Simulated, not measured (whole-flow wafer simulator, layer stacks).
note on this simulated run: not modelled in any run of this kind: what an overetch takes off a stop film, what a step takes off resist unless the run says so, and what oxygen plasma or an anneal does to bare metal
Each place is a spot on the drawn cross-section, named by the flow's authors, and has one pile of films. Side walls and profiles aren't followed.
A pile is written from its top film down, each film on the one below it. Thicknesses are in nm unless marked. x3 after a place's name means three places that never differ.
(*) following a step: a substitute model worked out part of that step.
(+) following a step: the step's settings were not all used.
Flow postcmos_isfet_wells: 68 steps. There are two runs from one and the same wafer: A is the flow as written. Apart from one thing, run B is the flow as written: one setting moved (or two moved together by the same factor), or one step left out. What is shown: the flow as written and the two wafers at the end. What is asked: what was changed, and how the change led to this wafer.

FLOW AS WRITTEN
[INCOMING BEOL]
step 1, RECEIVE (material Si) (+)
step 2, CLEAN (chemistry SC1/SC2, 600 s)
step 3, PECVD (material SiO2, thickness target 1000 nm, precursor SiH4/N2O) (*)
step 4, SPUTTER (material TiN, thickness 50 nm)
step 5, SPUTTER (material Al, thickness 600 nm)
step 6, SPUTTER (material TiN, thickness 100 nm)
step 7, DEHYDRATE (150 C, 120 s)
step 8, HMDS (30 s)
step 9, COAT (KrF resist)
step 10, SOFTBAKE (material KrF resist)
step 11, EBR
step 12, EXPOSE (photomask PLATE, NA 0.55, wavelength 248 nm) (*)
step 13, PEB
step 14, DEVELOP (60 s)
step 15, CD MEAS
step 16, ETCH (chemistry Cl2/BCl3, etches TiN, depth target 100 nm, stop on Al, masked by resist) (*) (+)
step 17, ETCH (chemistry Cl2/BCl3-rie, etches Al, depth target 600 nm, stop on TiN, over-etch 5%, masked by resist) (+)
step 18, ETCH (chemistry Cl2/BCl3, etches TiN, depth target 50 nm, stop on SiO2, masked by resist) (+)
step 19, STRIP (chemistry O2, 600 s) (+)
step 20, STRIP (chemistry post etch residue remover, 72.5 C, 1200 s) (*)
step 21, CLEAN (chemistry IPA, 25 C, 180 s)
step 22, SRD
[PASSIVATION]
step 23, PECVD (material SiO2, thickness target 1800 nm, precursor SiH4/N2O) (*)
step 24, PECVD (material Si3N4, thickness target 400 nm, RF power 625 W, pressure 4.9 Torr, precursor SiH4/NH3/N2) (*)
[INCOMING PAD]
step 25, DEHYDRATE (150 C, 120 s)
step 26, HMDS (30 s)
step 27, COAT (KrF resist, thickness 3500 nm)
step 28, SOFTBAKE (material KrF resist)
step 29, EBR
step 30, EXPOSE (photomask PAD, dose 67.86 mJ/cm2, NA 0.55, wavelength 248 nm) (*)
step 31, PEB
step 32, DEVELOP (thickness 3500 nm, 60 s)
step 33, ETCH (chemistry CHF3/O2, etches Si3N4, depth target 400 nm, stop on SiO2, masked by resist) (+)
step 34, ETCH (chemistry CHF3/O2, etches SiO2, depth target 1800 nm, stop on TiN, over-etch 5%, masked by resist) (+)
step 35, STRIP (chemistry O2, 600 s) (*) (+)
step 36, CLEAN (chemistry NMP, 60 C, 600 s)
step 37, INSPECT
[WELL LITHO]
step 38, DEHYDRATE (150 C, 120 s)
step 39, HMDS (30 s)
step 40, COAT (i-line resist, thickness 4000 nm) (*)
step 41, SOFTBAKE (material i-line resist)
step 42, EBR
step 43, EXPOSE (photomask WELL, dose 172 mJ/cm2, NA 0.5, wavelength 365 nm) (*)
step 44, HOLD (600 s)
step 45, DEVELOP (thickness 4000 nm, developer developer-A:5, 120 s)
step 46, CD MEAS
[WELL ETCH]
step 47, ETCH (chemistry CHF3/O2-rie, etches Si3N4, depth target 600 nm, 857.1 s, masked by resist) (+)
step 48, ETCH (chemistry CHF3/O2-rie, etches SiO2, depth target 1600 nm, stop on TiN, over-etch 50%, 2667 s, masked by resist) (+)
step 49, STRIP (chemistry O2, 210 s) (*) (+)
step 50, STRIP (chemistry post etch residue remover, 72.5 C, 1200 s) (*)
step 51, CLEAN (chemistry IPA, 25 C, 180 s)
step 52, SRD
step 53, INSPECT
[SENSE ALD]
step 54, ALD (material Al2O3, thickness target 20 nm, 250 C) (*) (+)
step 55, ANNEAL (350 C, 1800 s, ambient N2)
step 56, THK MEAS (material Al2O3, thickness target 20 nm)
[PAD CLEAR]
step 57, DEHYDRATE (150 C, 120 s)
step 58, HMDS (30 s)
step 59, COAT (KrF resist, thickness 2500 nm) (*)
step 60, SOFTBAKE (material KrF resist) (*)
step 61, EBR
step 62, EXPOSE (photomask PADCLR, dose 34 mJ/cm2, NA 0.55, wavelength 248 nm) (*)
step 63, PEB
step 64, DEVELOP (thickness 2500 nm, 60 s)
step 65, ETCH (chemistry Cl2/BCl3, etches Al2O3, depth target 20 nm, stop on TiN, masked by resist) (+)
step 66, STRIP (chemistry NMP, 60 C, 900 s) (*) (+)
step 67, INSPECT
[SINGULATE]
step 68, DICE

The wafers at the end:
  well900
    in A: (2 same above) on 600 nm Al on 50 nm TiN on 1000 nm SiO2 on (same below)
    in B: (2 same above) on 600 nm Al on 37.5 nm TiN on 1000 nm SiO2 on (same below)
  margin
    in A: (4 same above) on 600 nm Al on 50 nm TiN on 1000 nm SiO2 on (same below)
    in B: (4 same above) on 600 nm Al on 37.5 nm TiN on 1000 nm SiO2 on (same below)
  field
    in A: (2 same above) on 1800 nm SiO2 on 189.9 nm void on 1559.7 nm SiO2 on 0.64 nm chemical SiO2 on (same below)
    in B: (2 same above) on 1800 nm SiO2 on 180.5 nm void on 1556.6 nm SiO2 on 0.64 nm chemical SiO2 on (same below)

Cause: step 4, SPUTTER: thickness 37.5 nm was run, whereas the flow has thickness 50 nm.
The wafer lets one read it off: well900 has TiN 37.5, and step 4 as written asks for 50 nm.

Step by step, how the change led to this:
  step 4, SPUTTER (material TiN, thickness 50 nm)
      field, margin, well900, well1300 x3, pad_rim, pad_clr, pad_open: A TiN gains 50 (new film) | B TiN gains 37.5 (new film)
  step 18, ETCH (chemistry Cl2/BCl3, etches TiN, depth target 50 nm, stop on SiO2, masked by resist) (+)
      field: A TiN loses 50 (all of it) | B TiN loses 37.5 (all of it)
  step 23, PECVD (material SiO2, thickness target 1800 nm, precursor SiH4/N2O) (*)
      field: A SiO2 gains 1800 (new film), void gains 189.9 (new film), SiO2 gains 559.7 | B SiO2 gains 1800 (new film), void gains 180.5 (new film), SiO2 gains 556.6
